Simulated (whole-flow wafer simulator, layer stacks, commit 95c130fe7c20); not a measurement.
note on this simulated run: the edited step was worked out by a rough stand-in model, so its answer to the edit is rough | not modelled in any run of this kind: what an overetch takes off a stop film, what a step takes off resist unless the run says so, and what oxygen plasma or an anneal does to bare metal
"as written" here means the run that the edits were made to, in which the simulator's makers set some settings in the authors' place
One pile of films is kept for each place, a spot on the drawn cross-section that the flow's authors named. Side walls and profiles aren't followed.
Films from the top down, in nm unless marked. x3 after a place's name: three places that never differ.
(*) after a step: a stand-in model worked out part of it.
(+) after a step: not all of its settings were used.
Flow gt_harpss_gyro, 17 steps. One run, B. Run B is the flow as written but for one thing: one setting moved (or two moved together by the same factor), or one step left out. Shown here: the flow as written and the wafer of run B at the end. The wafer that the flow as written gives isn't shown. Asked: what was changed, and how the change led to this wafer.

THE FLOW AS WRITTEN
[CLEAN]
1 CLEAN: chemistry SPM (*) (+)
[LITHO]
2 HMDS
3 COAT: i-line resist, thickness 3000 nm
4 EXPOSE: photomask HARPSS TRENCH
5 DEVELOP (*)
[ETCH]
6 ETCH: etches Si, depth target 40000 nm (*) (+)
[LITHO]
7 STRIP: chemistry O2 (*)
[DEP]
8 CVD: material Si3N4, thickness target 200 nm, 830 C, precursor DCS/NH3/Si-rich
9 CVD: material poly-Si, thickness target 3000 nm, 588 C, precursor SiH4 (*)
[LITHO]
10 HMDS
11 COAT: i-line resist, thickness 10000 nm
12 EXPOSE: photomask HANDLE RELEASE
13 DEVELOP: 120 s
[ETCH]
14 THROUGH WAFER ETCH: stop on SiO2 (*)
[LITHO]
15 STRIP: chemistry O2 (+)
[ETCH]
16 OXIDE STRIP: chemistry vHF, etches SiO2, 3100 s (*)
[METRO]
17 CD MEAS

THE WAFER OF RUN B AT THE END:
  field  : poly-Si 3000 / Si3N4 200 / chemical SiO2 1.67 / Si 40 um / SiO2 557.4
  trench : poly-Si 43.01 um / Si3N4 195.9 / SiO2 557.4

The cause: step 16, OXIDE STRIP: 1860 s was run, where the flow has 3100 s.

How the change led to this, step by step:
  16 OXIDE STRIP: chemistry vHF, etches SiO2, 3100 s (*)
      field: under 4 films: SiO2 -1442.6 (as written it would be: under 4 films: SiO2 -2000 (all of it))
      trench: under 2 films: SiO2 -1442.6 (as written it would be: under 2 films: SiO2 -2000 (all of it))
